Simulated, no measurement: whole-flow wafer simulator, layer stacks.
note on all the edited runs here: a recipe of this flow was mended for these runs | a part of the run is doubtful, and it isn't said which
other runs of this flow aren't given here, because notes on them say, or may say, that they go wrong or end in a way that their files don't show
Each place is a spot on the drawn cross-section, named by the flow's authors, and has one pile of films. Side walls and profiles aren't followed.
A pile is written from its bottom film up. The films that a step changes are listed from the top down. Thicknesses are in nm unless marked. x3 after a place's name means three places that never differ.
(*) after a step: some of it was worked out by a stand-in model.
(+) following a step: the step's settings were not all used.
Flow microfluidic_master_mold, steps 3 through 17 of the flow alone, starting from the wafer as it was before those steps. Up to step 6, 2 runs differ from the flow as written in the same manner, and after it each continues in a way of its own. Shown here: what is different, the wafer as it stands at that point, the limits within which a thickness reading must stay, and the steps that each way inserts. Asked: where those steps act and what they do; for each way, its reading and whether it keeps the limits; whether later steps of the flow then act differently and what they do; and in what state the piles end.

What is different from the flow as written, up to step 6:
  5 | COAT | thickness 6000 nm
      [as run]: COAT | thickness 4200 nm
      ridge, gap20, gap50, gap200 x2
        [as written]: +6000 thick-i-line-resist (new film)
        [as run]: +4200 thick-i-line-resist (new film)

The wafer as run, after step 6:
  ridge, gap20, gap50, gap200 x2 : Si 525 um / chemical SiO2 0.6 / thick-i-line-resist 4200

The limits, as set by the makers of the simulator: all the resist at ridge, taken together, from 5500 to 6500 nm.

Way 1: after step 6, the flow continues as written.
  Reading after step 6: 4200 nm, not within the limits.
  Later steps of the flow acting differently than as written:
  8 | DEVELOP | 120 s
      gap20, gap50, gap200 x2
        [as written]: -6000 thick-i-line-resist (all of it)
        [this way]: -4200 thick-i-line-resist (all of it)
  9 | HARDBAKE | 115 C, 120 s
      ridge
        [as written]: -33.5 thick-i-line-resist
        [this way]: -20.2 thick-i-line-resist
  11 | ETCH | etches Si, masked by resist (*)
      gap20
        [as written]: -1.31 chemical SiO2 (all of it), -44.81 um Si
        [this way]: -1.31 chemical SiO2 (all of it), -45.08 um Si
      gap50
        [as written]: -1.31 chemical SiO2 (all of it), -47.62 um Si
        [this way]: -1.31 chemical SiO2 (all of it), -47.75 um Si
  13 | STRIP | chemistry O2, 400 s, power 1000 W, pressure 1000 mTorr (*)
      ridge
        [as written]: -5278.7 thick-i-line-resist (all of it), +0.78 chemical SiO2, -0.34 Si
        [this way]: -3492.1 thick-i-line-resist (all of it), +0.92 chemical SiO2, -0.41 Si
  At the end the piles are close to the flow's at the places that both follow, differing by at most 2% or 0.5 nm, whichever is larger.

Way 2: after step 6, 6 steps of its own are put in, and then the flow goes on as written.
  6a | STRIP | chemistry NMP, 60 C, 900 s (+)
      ridge, gap20, gap50, gap200 x2
        -4200 thick-i-line-resist (all of it)
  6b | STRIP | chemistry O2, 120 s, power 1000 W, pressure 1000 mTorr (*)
      ridge, gap20, gap50, gap200 x2
        +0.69 chemical SiO2, -0.3 Si
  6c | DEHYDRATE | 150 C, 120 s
      leaves every film unchanged at each place that is followed
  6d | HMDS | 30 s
      leaves every film unchanged at each place that is followed
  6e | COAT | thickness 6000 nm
      ridge, gap20, gap50, gap200 x2
        +6000 thick-i-line-resist (new film)
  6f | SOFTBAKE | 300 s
      leaves every film unchanged at each place that is followed
  Reading after step 6f: 6000 nm, inside the limits.
  None of the later steps of the flow differs from how it acts as written, at any place that is followed, by more than 2% or 0.5 nm, whichever is larger.
  At the end the piles are close to the flow's at the places that both follow, differing by at most 2% or 0.5 nm, whichever is larger.

Keeping within the limits: way 2. Outside them: way 1.
